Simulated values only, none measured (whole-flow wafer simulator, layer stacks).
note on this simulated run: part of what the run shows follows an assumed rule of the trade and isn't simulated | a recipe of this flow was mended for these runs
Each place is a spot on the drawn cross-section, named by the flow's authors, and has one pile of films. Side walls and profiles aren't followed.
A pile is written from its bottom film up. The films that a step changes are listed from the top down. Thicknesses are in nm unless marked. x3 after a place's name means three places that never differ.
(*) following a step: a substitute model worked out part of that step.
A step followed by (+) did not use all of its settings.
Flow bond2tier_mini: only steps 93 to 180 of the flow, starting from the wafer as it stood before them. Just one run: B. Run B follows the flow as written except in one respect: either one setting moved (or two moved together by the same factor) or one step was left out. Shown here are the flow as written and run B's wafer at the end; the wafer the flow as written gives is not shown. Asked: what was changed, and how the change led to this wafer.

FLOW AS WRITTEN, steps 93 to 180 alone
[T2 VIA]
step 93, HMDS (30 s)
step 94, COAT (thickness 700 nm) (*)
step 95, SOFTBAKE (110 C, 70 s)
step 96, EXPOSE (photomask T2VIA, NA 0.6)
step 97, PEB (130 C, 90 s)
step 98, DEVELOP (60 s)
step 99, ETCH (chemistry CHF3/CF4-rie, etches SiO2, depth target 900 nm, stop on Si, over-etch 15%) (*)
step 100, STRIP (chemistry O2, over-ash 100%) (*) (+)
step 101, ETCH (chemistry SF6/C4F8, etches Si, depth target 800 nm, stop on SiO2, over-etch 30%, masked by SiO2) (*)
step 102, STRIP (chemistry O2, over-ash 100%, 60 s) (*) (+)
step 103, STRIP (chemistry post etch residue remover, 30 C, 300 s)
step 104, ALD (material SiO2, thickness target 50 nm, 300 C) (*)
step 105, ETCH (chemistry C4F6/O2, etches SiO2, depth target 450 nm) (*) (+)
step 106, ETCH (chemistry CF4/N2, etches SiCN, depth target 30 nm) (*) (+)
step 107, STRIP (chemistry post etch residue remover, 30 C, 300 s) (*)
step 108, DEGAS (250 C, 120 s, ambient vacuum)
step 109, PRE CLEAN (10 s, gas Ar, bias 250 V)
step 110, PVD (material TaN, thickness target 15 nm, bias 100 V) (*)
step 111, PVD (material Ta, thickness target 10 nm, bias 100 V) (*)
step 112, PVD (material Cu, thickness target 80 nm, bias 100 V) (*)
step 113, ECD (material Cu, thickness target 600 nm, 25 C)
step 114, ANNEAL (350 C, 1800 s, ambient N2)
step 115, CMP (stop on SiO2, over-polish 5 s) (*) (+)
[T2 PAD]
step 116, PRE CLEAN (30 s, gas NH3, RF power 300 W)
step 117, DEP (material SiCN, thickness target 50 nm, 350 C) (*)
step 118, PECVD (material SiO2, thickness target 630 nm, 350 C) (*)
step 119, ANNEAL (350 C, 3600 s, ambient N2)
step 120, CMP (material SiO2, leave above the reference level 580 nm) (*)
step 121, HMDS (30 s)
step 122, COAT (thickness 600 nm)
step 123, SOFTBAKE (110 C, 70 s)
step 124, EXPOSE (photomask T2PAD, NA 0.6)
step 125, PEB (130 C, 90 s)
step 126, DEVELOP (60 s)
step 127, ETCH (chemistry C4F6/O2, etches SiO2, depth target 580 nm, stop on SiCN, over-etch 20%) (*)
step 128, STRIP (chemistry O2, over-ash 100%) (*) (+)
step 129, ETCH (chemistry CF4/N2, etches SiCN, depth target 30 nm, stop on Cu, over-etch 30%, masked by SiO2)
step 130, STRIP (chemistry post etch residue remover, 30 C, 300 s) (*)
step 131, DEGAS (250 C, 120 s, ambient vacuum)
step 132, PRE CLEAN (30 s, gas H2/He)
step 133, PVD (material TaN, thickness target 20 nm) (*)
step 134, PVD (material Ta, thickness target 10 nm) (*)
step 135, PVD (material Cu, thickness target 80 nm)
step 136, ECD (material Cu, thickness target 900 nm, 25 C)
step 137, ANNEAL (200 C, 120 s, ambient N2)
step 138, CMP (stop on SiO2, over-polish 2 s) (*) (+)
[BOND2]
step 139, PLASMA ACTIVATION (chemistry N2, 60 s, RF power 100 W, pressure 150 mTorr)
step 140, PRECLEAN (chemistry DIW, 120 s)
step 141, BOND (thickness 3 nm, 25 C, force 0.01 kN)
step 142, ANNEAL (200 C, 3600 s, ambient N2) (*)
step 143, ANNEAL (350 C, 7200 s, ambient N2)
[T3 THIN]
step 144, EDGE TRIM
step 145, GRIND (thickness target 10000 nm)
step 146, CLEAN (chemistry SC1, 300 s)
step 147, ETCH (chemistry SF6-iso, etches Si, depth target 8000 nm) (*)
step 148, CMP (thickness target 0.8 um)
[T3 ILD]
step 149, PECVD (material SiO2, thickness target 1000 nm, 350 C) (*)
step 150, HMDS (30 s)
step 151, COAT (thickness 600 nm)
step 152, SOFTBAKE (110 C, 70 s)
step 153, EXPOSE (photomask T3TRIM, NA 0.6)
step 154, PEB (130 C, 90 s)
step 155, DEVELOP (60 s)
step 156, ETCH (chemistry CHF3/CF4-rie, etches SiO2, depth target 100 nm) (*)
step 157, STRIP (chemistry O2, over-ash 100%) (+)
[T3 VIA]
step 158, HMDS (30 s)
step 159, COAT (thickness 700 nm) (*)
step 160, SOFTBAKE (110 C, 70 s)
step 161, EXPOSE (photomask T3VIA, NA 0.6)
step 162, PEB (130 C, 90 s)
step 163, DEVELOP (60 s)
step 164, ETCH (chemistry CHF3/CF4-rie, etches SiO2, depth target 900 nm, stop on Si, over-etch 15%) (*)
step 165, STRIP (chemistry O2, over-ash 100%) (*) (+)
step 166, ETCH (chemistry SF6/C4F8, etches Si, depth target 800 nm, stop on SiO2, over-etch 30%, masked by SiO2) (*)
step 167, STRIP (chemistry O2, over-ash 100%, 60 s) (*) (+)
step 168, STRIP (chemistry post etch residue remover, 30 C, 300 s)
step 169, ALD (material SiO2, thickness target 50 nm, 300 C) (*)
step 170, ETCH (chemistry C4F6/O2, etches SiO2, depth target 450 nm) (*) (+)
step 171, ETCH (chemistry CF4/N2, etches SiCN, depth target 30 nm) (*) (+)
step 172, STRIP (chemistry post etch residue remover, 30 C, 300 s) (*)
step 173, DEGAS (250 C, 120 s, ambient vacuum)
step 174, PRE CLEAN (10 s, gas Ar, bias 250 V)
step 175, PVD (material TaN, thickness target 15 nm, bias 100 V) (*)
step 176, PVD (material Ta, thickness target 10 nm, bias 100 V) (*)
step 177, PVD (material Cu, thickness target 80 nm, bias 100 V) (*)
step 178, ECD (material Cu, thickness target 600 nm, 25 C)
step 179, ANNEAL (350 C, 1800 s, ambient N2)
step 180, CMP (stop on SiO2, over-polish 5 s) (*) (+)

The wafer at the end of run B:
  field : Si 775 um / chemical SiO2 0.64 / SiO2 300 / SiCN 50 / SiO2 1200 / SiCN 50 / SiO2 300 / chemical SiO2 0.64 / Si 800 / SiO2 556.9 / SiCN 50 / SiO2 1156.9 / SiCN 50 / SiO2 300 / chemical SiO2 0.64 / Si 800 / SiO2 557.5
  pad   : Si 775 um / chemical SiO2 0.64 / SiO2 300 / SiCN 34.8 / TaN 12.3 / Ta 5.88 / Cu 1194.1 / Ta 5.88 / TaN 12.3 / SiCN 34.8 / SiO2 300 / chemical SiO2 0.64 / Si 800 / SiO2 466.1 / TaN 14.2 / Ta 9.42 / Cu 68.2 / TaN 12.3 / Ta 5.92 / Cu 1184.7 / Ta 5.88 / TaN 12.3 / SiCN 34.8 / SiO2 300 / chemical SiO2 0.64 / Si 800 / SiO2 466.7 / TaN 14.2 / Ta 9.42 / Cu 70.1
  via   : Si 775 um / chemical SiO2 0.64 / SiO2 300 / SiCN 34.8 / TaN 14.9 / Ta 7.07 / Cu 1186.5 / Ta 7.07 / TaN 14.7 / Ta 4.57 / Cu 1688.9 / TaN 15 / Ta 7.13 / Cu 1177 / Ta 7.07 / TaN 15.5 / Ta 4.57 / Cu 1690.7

Cause: step 109, PRE CLEAN: bias 325 V was run, while the flow as written has bias 250 V.

Step by step, how the change led to this:
  step 109, PRE CLEAN (10 s, gas Ar, bias 250 V)
      field, pad: -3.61 SiO2 (as written it would have been: -3 SiO2)
      via: -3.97 TaN (as written it would have been: -3.19 TaN)
